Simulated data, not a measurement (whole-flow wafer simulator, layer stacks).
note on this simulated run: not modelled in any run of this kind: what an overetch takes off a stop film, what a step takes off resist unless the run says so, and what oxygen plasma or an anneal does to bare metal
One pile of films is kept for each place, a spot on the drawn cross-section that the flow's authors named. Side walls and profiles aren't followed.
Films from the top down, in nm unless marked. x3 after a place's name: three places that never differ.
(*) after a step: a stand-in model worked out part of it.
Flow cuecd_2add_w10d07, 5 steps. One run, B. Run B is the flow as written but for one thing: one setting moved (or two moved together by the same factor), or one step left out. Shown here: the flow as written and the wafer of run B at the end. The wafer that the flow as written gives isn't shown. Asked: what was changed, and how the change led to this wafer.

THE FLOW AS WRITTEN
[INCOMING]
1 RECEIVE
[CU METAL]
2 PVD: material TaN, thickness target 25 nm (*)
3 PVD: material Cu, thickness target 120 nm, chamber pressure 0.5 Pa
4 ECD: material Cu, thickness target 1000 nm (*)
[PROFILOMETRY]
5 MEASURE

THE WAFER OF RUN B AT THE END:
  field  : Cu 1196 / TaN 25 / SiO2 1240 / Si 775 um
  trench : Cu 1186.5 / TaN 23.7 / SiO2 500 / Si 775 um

The cause: step 3, PVD: thickness target 196 nm was run, where the flow has thickness target 120 nm.

How the change led to this, step by step:
  3 PVD: material Cu, thickness target 120 nm, chamber pressure 0.5 Pa
      field: Cu +196 (new film) (as written it would be: Cu +120 (new film))
      trench: Cu +186.5 (new film) (as written it would be: Cu +114 (new film))
